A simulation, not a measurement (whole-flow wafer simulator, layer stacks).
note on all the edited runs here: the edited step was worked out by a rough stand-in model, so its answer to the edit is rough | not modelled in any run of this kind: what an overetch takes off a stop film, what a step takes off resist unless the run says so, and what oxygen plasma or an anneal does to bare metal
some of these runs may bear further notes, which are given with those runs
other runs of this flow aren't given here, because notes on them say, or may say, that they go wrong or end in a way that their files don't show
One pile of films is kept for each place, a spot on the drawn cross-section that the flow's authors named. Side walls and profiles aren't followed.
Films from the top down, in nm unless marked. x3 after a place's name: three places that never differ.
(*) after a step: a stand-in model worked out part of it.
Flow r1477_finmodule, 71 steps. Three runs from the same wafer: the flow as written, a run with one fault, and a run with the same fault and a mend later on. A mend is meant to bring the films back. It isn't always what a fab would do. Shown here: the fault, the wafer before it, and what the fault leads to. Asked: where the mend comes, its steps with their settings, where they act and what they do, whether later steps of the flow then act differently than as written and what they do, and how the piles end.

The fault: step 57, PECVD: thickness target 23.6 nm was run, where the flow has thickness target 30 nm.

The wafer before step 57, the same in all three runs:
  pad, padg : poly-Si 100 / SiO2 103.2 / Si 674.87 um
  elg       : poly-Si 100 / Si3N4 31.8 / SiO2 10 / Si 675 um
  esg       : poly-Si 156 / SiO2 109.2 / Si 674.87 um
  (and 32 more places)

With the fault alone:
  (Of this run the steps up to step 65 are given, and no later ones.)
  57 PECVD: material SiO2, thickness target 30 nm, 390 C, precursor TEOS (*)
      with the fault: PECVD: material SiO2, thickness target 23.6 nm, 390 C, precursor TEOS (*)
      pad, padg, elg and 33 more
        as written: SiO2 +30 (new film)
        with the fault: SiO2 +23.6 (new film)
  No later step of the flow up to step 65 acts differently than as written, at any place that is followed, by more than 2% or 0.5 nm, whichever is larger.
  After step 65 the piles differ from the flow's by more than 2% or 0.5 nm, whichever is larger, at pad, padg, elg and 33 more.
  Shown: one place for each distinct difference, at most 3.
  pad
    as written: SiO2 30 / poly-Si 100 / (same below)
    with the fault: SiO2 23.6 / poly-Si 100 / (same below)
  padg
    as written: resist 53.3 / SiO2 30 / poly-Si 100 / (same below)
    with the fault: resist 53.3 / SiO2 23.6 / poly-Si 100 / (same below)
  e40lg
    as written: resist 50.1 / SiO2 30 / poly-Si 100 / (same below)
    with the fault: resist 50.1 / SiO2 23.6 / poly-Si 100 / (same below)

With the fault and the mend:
  The mend comes after step 64.
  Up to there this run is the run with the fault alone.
  64a STRIP: resist, chemistry O2, 60 C
      padg, elg, esg
        resist -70 (all of it)
      e40lg, e100lg, e200lg
        resist -66.9 (all of it)
      s40sg, s45sg
        resist -91 (all of it)
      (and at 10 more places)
  64b PECVD: material SiO2, thickness target 6.4 nm, 390 C, precursor TEOS (*) (the flow's step 57 once more, with other settings)
      pad, padg, elg and 33 more
        SiO2 +6.4
  64c DEHYDRATE: 150 C, 120 s (the flow's step 59 once more)
      changes no film at any place that is followed
  64d COAT: resist, thickness 70 nm (*) (the flow's step 60 once more)
      e40lg, e100lg, e200lg, elo, e40lo, e100lo, e200lo
        resist +66.9 (new film)
      pad, padg, elg, esg
        resist +70 (new film)
      s40sg, s45sg, s40so, s45so
        resist +91 (new film)
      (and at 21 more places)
  64e SOFTBAKE: 180 C, 180 s (*) (the flow's step 61 once more)
      changes no film at any place that is followed
  64f EXPOSE: resist, photomask GATE (the flow's step 62 once more)
      changes no film at any place that is followed
  64g DEVELOP (*) (the flow's step 63 once more)
      elo, e40lo, e100lo, e200lo
        resist -66.9 (all of it)
      eso, e40so
        resist -129.5 (all of it)
      s40so, s45so
        resist -91 (all of it)
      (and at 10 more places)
  No later step of the flow acts differently than as written at any place that is followed.
  At the end the piles are the same as the flow's at every place that both follow.
